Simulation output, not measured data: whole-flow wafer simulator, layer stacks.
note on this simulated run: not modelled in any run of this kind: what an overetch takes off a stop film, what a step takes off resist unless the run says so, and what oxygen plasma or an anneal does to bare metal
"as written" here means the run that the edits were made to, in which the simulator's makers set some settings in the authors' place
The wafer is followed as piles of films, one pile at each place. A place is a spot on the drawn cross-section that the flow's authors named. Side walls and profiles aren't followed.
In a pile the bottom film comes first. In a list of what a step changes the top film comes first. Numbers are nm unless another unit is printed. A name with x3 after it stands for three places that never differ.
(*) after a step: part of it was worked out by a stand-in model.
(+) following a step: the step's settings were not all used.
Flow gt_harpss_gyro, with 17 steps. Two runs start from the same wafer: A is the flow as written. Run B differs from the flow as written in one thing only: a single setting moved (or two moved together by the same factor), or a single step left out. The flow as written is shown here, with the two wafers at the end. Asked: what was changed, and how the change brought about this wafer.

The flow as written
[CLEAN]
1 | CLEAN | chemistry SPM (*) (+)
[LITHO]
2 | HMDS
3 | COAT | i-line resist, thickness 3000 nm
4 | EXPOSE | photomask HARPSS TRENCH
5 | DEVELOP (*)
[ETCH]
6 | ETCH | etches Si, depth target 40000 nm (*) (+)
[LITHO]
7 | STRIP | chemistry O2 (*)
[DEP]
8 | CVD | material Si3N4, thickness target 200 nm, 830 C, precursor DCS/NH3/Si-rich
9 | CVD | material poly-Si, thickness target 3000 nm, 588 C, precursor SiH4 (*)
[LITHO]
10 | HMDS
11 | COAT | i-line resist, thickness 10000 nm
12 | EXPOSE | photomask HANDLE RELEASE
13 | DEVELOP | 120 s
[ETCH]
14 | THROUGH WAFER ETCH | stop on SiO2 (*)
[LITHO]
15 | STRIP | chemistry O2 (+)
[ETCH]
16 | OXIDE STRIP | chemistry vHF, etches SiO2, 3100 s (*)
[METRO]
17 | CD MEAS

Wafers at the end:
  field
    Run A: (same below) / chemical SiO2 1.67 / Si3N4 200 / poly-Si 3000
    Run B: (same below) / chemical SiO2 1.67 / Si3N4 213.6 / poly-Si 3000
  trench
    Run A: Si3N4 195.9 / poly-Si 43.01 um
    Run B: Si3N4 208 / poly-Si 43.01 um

What caused this: step 8, CVD: 841 C was run, whereas the flow has 830 C.

The path from the change to this, step by step:
  8 | CVD | material Si3N4, thickness target 200 nm, 830 C, precursor DCS/NH3/Si-rich
      field: A Si3N4 gains 200 (new film) | B Si3N4 gains 213.6 (new film)
      trench: A Si3N4 gains 195.9 (new film) | B Si3N4 gains 208 (new film)
